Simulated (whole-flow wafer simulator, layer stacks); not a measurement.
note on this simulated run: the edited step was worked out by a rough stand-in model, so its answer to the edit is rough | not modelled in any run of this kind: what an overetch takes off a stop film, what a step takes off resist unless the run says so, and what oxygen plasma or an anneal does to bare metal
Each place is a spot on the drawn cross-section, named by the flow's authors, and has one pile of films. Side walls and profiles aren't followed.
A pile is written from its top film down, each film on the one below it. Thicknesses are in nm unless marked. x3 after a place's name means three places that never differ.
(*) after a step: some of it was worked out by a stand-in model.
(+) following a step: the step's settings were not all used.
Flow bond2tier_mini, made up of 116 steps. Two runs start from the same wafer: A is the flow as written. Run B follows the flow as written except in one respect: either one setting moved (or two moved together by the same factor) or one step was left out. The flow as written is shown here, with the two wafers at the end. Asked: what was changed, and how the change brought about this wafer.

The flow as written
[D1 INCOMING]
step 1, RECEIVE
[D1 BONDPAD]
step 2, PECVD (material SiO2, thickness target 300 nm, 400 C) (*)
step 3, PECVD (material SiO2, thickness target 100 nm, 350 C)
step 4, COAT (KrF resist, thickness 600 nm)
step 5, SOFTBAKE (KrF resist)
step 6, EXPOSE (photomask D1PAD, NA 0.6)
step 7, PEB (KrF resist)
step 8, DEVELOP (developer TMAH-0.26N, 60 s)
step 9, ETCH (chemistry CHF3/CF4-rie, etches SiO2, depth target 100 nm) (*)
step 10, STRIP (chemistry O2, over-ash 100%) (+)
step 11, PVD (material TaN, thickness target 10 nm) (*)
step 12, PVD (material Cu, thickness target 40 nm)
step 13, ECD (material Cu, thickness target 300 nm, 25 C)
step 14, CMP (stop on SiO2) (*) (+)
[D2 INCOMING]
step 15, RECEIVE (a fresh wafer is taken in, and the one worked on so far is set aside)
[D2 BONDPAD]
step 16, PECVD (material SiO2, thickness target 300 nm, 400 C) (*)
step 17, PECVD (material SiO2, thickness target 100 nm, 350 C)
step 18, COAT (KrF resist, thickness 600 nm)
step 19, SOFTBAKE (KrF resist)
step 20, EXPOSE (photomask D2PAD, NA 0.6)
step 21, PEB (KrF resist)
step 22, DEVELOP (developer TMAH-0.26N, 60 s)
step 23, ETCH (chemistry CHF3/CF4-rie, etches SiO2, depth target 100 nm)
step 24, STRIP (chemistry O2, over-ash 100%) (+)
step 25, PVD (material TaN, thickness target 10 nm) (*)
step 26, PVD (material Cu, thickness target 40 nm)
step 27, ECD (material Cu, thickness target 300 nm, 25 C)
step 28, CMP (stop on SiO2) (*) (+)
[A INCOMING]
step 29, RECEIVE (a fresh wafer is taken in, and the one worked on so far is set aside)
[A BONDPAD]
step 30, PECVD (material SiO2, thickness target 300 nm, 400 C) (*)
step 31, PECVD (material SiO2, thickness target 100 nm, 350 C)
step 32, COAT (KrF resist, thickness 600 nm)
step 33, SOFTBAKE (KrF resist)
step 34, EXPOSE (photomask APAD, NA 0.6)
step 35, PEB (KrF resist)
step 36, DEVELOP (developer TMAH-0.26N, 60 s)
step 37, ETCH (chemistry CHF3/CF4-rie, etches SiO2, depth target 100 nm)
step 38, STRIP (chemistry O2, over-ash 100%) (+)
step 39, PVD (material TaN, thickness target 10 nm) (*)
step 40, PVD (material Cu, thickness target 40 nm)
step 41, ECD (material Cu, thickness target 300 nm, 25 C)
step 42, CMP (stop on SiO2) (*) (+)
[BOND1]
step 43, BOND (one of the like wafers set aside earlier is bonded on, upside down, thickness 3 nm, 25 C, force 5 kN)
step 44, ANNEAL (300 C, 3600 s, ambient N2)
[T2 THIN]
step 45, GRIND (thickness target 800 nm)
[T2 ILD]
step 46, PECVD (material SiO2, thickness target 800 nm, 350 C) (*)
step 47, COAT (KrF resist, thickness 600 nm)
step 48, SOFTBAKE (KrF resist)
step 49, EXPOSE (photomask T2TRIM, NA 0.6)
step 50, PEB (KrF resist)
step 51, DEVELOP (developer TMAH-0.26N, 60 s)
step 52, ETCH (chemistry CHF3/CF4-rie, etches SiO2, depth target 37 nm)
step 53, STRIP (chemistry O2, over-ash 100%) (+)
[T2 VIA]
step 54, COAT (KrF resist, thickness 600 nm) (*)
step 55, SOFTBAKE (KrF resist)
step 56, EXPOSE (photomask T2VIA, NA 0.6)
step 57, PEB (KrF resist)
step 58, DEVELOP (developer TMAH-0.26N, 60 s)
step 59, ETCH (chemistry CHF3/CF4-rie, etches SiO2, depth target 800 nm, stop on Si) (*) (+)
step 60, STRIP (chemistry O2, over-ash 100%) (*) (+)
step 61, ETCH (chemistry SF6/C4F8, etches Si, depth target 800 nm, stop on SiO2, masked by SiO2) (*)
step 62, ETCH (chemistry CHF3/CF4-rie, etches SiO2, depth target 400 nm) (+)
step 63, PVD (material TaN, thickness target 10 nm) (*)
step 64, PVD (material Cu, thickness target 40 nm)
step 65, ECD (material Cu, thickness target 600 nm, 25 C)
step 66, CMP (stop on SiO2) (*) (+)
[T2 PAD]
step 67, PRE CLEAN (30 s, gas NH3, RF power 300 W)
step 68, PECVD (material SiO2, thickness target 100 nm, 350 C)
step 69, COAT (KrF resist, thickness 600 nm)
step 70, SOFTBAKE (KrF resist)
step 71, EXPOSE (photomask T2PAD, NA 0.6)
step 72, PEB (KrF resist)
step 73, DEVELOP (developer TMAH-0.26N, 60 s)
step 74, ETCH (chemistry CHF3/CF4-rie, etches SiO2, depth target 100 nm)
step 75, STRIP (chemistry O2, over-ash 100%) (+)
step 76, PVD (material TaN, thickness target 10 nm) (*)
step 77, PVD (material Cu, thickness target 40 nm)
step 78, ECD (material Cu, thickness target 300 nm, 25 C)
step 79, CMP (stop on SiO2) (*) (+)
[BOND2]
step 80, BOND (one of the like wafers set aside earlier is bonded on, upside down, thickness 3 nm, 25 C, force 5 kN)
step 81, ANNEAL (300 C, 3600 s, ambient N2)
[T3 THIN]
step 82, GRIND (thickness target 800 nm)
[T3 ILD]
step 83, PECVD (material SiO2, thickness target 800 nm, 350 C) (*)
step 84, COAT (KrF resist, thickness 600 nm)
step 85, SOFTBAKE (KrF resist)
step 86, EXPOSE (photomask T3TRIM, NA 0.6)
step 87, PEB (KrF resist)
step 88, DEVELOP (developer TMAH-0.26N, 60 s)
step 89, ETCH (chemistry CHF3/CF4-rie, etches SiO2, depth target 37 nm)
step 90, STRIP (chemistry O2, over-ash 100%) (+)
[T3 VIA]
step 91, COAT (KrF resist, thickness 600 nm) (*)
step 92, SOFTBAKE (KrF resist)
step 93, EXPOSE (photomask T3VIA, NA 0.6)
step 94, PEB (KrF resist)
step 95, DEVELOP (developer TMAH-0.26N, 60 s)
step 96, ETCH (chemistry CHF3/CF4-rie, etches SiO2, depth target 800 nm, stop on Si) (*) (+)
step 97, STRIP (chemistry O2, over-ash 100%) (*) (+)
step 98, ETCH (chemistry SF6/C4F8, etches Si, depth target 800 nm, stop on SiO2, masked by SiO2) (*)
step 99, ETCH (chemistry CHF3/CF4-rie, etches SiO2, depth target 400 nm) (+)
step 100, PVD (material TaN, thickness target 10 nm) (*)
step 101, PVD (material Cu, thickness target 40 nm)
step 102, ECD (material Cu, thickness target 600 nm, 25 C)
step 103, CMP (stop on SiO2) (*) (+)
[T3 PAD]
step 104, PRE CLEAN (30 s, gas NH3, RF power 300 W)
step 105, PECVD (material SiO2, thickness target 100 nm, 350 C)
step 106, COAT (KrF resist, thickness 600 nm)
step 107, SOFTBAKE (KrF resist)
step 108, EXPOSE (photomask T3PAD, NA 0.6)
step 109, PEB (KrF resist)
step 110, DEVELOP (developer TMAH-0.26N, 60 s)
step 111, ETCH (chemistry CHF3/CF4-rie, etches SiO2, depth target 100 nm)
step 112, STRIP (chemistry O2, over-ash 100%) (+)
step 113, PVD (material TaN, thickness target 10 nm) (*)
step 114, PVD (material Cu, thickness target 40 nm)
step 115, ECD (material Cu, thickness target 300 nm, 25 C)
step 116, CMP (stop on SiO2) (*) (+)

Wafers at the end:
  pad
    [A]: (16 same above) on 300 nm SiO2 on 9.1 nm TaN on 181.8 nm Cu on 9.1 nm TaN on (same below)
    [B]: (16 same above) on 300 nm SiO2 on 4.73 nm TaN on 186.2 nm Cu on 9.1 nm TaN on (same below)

The reason: step 11, PVD: thickness target 5.2 nm was run, whereas the flow has thickness target 10 nm.

How this came from the change, step by step:
  step 11, PVD (material TaN, thickness target 10 nm) (*)
      field: A TaN gains 10 (new film) | B TaN gains 5.2 (new film)
      pad: A TaN gains 9.1 (new film) | B TaN gains 4.73 (new film)
      (as well as at 1 more place)
  step 14, CMP (stop on SiO2) (*) (+)
      field: A Cu loses 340 (all of it), TaN loses 10 (all of it) | B Cu loses 340 (all of it), TaN loses 5.2 (all of it)
  step 43, BOND (one of the like wafers set aside earlier is bonded on, upside down, thickness 3 nm, 25 C, force 5 kN)
      pad: A Si gains 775 um (new film), chemical SiO2 gains 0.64 (new film), SiO2 gains 300 (new film), TaN gains 9.1 (new film), Cu gains 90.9 | B Si gains 775 um (new film), chemical SiO2 gains 0.64 (new film), SiO2 gains 300 (new film), TaN gains 4.73 (new film), Cu gains 95.3
      via: A Si gains 775 um (new film), chemical SiO2 gains 0.64 (new film), SiO2 gains 300 (new film), TaN gains 9.97 (new film), Cu gains 90 | B Si gains 775 um (new film), chemical SiO2 gains 0.64 (new film), SiO2 gains 300 (new film), TaN gains 5.19 (new film), Cu gains 94.8
